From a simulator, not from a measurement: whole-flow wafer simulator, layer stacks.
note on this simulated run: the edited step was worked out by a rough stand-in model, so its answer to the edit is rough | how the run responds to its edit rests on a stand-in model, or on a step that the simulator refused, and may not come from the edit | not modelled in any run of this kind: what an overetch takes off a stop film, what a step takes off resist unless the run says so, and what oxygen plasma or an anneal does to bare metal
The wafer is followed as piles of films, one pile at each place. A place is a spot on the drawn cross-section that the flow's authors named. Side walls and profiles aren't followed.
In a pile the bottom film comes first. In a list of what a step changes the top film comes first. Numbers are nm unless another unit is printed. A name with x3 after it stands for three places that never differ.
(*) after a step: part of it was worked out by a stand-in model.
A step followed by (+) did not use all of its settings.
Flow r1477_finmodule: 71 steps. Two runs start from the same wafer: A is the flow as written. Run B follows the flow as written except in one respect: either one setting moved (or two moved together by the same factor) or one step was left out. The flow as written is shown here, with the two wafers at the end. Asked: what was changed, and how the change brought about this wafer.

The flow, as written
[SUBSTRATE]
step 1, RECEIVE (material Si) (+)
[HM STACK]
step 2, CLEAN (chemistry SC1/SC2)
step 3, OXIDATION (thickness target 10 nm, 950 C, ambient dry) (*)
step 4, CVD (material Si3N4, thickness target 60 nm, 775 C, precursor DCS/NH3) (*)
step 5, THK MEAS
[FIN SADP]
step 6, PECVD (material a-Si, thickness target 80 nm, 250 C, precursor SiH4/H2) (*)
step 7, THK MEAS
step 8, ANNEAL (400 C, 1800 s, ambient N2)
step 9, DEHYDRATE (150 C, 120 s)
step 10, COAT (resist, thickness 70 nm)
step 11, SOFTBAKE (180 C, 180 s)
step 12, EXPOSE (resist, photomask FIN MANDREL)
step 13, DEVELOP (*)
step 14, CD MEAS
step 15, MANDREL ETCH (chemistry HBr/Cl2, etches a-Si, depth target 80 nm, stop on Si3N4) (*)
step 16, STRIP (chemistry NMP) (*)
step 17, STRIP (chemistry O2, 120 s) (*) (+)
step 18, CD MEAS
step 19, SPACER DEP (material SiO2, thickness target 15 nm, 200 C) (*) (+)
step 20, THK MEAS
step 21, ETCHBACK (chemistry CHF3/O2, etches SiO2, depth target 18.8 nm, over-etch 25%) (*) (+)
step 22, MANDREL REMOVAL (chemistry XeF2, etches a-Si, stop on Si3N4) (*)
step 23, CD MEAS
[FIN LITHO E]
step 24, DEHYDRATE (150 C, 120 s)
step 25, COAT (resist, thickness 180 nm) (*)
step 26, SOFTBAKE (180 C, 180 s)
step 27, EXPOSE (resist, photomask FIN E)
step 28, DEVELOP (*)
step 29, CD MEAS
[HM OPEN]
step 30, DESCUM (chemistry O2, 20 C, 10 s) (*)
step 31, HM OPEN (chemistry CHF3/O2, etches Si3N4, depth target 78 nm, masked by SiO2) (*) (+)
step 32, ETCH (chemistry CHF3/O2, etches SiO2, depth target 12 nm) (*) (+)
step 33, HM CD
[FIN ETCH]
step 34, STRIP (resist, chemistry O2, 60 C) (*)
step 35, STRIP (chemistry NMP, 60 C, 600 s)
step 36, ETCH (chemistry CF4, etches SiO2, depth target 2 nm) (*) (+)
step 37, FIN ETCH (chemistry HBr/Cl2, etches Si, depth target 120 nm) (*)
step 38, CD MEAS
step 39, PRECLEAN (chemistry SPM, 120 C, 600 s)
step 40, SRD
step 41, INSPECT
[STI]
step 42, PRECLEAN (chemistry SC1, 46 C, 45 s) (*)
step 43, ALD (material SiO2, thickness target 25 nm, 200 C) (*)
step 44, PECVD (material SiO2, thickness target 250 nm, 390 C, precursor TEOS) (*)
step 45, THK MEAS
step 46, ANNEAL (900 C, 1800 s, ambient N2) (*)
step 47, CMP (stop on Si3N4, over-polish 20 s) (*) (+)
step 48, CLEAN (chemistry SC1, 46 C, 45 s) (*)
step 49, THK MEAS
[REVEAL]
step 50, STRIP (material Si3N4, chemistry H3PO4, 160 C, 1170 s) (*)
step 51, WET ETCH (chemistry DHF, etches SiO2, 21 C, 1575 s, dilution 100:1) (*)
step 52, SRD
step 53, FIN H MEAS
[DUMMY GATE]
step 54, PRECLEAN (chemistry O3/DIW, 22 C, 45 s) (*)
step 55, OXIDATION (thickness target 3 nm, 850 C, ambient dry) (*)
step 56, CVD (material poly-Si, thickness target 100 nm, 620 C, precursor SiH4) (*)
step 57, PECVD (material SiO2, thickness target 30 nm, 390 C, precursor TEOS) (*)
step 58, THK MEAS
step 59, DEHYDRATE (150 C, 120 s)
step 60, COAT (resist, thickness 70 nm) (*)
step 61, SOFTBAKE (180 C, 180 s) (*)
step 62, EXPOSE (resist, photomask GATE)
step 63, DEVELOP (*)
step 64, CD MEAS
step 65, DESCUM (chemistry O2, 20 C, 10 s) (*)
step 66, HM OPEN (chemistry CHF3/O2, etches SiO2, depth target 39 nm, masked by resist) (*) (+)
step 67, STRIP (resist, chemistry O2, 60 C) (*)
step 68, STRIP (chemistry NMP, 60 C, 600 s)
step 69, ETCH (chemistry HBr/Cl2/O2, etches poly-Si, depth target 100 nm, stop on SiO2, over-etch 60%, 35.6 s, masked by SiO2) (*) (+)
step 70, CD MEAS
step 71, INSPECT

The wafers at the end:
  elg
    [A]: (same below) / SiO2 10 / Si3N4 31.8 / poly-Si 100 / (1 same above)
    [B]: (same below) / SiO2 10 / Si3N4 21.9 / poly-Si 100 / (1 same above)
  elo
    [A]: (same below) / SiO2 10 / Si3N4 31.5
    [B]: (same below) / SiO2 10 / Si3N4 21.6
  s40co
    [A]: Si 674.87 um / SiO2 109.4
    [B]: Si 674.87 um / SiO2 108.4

What caused this: step 21, ETCHBACK: depth target 30.1 nm was run, whereas the flow has depth target 18.8 nm.

How this came from the change, step by step:
  step 21, ETCHBACK (chemistry CHF3/O2, etches SiO2, depth target 18.8 nm, over-etch 25%) (*) (+)
      pad, padg, elg and 21 more: A -15 SiO2 (all of it), -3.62 Si3N4 | B -15 SiO2 (all of it), -14.4 Si3N4
      s40cg, s45cg, s50cg, s40co, s45co, s50co: A -15.4 SiO2 (all of it), -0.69 a-Si | B -15.4 SiO2 (all of it), -2.95 a-Si
      (and at 6 other places as well)
  step 22, MANDREL REMOVAL (chemistry XeF2, etches a-Si, stop on Si3N4) (*)
      s40cg, s45cg, s50cg, s40co, s45co, s50co: A -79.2 a-Si (all of it) | B -76.9 a-Si (all of it)
  step 25, COAT (resist, thickness 180 nm) (*)
      s40cg, s40co: A +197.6 resist (new film) | B +190.3 resist (new film)
      s40sg_line, s40so_line: A +121.2 resist (new film) | B +125.2 resist (new film)
      (and at 10 other places as well)
  step 28, DEVELOP (*)
      s40cg, s40co: A -197.6 resist (all of it) | B -190.3 resist (all of it)
      s40sg_line, s40so_line: A -121.2 resist (all of it) | B -125.2 resist (all of it)
      (and at 10 other places as well)
  step 31, HM OPEN (chemistry CHF3/O2, etches Si3N4, depth target 78 nm, masked by SiO2) (*) (+)
      pad, padg, esg and 13 more: A -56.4 Si3N4 (all of it), -10 SiO2 (all of it) | B -45.6 Si3N4 (all of it), -10 SiO2 (all of it)
      elg, e40lg, e100lg, e200lg, elo, e40lo, e100lo, e200lo: A -78 resist | B -68.4 resist
      (and at 12 other places as well)
  step 32, ETCH (chemistry CHF3/O2, etches SiO2, depth target 12 nm) (*) (+)
      s40cg, s45cg, s50cg, s40co, s45co, s50co: A -1 SiO2 (all of it), -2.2 Si | B -5.79 SiO2 (all of it), -1.24 Si
  step 34, STRIP (resist, chemistry O2, 60 C) (*)
      elg, e40lg, e100lg, e200lg, elo, e40lo, e100lo, e200lo: A -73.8 resist (all of it) | B -83.3 resist (all of it)
  step 43, ALD (material SiO2, thickness target 25 nm, 200 C) (*)
      s40cg, s45cg, s50cg, s40co, s45co, s50co: A +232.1 SiO2 (new film) | B +224.6 SiO2 (new film)
      esg: A +194.3 SiO2 (new film) | B +183.5 SiO2 (new film)
  step 47, CMP (stop on Si3N4, over-polish 20 s) (*) (+)
      elg, e40lg, e100lg, e200lg, elo, e40lo, e100lo, e200lo: A -241.6 SiO2 | B -230.8 SiO2
      s40cg, s45cg, s50cg, s40co, s45co, s50co: A -279 SiO2 | B -272.5 SiO2
      (and at 7 other places as well)
  step 51, WET ETCH (chemistry DHF, etches SiO2, 21 C, 1575 s, dilution 100:1) (*)
      elg, e40lg, e100lg, e200lg, elo, e40lo, e100lo, e200lo: A -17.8 SiO2 (all of it), -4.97 Si3N4 | B -28.6 SiO2 (all of it), -4.12 Si3N4
  step 56, CVD (material poly-Si, thickness target 100 nm, 620 C, precursor SiH4) (*)
      esg: A +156 poly-Si (new film) | B +146.4 poly-Si (new film)
  step 60, COAT (resist, thickness 70 nm) (*)
      e40sg, eso, e40so: A +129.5 resist (new film) | B +120.1 resist (new film)
      e100sg, e100so: A +129.4 resist (new film) | B +120 resist (new film)
      (and at 2 other places as well)
  step 63, DEVELOP (*)
      eso, e40so: A -129.5 resist (all of it) | B -120.1 resist (all of it)
      e100so: A -129.4 resist (all of it) | B -120 resist (all of it)
      (and at 1 other place as well)
  step 67, STRIP (resist, chemistry O2, 60 C) (*)
      e40sg: A -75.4 resist (all of it) | B -66 resist (all of it)
      e100sg: A -75.3 resist (all of it) | B -65.9 resist (all of it)
      (and at 1 other place as well)
